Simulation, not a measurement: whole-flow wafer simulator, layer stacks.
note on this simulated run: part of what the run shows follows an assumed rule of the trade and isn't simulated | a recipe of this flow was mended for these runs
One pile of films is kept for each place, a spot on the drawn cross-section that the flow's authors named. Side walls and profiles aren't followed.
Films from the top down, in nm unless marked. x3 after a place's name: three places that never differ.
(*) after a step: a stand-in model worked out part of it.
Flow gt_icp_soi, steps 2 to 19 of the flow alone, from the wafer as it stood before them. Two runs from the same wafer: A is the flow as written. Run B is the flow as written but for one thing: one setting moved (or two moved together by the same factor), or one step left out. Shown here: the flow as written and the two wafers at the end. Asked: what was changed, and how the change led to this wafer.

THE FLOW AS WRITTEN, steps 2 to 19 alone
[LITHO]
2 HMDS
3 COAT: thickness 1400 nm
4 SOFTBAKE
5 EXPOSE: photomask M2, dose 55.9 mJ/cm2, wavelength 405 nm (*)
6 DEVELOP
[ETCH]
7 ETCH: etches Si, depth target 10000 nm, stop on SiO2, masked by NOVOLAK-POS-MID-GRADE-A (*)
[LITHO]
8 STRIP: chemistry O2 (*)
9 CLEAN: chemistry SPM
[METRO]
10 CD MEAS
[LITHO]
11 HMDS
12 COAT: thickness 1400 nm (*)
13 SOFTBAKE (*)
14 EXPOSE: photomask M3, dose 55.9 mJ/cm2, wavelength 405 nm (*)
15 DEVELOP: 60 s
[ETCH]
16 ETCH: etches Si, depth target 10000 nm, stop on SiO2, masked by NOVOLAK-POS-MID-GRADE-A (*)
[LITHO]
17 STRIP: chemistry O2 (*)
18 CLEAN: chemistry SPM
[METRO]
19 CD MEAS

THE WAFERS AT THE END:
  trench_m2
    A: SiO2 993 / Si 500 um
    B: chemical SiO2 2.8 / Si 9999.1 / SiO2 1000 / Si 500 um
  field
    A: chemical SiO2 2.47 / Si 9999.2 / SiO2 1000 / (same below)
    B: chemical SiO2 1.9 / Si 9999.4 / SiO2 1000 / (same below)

The cause: step 7, ETCH: etches Si, depth target 10000 nm, stop on SiO2, masked by NOVOLAK-POS-MID-GRADE-A (*), was left out.

How the change led to this, step by step:
  8 STRIP: chemistry O2 (*)
      trench_m2: A nothing | B chemical SiO2 +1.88, Si -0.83
      field, trench_m3: A g/i-line-resist -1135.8 (all of it), chemical SiO2 +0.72, Si -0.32 | B g/i-line-resist -1367.8 (all of it), chemical SiO2 +0.76, Si -0.34
  12 COAT: thickness 1400 nm (*)
      field: A g/i-line-resist +1332.7 (new film) | B g/i-line-resist +1400 (new film)
      trench_m2: A g/i-line-resist +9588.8 (new film) | B g/i-line-resist +1399.5 (new film)
      (and at 1 more place)
  15 DEVELOP: 60 s
      trench_m3: A g/i-line-resist -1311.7 (all of it) | B g/i-line-resist -1400 (all of it)
  17 STRIP: chemistry O2 (*)
      trench_m2: A g/i-line-resist -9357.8 (all of it) | B g/i-line-resist -1168.4 (all of it), chemical SiO2 +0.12
      field: A g/i-line-resist -1101.6 (all of it), chemical SiO2 +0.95, Si -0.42 | B g/i-line-resist -1168.9 (all of it), chemical SiO2 +0.34, Si -0.15
